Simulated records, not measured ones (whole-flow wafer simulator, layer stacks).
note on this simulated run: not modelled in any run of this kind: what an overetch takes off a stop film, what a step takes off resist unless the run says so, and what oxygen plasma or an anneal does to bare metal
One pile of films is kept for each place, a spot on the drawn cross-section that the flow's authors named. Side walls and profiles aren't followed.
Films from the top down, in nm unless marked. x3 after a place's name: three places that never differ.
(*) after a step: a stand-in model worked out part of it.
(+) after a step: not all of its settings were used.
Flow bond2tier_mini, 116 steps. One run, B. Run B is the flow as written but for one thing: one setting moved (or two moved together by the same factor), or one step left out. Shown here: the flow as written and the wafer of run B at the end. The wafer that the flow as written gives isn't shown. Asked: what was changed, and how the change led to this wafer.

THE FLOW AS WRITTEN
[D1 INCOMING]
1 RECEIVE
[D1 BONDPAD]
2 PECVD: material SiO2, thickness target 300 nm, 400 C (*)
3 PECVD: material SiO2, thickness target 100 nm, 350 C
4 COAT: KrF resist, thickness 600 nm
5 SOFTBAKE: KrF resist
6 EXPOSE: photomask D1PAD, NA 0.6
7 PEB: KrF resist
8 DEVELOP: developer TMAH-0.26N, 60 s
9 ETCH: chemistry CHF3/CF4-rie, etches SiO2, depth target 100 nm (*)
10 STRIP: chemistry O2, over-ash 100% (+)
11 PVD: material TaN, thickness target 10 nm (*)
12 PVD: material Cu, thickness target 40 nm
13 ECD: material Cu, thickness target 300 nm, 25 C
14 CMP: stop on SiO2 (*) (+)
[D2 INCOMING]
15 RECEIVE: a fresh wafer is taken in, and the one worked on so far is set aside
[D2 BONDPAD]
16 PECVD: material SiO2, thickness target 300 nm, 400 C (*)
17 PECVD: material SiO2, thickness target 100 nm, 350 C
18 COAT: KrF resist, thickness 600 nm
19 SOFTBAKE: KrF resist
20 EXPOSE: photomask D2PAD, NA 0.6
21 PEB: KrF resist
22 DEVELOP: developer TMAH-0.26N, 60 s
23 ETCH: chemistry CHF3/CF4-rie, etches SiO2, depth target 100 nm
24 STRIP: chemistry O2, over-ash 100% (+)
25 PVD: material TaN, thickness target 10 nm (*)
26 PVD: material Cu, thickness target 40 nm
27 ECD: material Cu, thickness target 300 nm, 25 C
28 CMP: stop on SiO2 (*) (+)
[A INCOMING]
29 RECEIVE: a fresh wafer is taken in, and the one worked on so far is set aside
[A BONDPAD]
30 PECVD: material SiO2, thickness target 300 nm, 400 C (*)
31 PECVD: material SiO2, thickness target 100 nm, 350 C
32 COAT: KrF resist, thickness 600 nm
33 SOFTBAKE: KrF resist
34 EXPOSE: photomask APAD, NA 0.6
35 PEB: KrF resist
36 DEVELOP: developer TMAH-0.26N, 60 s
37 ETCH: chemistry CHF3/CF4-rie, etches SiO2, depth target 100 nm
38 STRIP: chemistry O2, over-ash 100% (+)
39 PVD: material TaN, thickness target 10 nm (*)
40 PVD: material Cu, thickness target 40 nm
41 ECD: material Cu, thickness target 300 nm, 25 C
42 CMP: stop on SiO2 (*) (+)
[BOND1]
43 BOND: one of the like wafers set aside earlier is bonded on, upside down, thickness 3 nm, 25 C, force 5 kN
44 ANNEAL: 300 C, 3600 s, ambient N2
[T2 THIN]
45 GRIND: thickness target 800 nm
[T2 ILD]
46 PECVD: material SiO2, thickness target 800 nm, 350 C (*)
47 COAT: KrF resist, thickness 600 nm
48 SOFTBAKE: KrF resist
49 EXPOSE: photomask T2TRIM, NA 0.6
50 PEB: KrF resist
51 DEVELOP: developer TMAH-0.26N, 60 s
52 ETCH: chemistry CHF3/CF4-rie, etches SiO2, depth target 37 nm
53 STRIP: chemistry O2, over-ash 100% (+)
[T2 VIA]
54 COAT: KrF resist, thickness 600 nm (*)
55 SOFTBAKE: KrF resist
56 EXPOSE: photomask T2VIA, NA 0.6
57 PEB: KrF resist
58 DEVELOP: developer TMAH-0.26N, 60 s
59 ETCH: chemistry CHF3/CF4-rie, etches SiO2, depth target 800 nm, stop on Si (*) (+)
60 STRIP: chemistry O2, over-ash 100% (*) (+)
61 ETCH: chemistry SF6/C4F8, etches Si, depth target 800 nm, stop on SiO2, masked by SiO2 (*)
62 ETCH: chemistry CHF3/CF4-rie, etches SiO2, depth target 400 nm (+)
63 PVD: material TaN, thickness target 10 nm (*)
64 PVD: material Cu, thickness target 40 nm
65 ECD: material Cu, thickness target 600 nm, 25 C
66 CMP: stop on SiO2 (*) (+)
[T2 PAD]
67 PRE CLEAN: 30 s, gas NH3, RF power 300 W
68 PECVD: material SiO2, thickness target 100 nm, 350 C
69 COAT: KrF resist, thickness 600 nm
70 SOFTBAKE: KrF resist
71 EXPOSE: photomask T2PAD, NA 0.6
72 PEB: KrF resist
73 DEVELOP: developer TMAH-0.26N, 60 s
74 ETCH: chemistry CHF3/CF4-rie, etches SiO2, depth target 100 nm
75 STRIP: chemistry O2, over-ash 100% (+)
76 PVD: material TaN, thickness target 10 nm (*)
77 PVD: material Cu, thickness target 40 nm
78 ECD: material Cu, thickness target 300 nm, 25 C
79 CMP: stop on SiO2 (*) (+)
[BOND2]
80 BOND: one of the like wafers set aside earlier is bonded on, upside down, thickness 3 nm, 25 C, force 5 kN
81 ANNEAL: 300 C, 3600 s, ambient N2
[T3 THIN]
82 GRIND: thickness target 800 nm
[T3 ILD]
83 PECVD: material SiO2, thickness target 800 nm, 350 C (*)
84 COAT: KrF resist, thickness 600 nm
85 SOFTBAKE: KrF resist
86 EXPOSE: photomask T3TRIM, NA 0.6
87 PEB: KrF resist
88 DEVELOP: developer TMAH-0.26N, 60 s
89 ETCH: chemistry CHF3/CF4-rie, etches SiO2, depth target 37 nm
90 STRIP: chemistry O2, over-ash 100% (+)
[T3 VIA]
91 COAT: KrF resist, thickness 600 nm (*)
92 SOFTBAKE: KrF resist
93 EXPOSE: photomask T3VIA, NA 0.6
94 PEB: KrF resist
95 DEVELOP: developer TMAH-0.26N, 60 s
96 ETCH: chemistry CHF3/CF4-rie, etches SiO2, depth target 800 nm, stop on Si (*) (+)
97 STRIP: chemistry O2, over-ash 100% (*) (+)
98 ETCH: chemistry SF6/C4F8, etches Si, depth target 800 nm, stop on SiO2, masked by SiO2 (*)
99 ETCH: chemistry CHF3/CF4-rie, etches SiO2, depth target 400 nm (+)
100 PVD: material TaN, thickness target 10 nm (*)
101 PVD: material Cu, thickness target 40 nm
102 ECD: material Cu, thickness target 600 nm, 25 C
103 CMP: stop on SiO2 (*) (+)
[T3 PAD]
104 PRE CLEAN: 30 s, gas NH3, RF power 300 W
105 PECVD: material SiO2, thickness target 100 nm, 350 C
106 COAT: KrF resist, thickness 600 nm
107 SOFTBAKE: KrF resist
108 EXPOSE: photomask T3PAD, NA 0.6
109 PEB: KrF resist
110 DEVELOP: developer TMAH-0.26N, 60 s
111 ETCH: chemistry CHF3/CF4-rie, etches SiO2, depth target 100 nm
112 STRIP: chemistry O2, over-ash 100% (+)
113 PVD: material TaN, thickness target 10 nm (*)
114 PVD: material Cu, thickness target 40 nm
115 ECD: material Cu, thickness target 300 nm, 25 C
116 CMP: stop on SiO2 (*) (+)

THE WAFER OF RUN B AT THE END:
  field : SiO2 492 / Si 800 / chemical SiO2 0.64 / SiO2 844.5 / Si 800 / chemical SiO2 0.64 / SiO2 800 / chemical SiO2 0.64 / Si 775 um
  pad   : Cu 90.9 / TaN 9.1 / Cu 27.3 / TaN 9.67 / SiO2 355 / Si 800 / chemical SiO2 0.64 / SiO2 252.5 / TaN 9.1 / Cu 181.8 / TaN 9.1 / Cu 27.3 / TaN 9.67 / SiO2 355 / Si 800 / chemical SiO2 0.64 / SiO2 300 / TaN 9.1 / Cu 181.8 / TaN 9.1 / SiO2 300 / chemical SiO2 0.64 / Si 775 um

The cause: step 17, PECVD: thickness target 52.5 nm was run, where the flow has thickness target 100 nm.

How the change led to this, step by step:
  17 PECVD: material SiO2, thickness target 100 nm, 350 C
      field, pad, via: SiO2 +52.5 (as written it would be: SiO2 +100)
  80 BOND: one of the like wafers set aside earlier is bonded on, upside down, thickness 3 nm, 25 C, force 5 kN
      field: Si +775 um (new film), chemical SiO2 +0.64 (new film), SiO2 +352.5 (as written it would be: Si +775 um (new film), chemical SiO2 +0.64 (new film), SiO2 +400)
      pad: Si +775 um (new film), chemical SiO2 +0.64 (new film), SiO2 +252.5 (new film), TaN +9.1 (new film), Cu +90.9 (as written it would be: Si +775 um (new film), chemical SiO2 +0.64 (new film), SiO2 +300 (new film), TaN +9.1 (new film), Cu +90.9)
